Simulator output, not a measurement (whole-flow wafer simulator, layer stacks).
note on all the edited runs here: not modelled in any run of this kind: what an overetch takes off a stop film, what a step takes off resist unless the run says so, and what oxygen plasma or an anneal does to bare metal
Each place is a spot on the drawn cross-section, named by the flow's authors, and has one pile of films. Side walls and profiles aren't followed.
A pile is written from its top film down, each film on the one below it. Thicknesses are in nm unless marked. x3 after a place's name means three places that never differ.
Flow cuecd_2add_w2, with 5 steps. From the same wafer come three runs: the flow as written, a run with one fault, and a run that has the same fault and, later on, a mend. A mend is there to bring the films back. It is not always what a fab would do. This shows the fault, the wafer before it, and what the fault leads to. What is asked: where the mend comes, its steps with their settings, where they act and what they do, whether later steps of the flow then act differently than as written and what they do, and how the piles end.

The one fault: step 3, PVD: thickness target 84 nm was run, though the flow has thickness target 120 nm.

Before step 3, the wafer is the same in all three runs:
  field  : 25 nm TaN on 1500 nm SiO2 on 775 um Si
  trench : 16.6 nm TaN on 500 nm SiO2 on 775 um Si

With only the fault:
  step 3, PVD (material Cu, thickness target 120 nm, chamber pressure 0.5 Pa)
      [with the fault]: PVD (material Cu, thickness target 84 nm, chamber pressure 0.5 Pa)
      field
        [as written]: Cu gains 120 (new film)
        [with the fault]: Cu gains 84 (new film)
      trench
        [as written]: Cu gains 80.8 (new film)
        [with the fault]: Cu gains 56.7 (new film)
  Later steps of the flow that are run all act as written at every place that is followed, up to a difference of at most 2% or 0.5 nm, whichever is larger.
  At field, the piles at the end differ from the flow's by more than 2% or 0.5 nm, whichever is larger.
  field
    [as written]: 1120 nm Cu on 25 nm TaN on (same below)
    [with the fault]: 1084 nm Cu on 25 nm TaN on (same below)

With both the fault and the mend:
  The mend stands after step 3.
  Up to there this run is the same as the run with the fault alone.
  step 3a, PVD (material Cu, thickness target 36 nm, chamber pressure 0.5 Pa) (the flow's step 3, run once more with other settings)
      field
        Cu gains 36
      trench
        Cu gains 23.7
  Later steps of the flow that are run all act as written at every place that is followed, up to a difference of at most 2% or 0.5 nm, whichever is larger.
  The piles end the same as the flow's at every place that both follow.
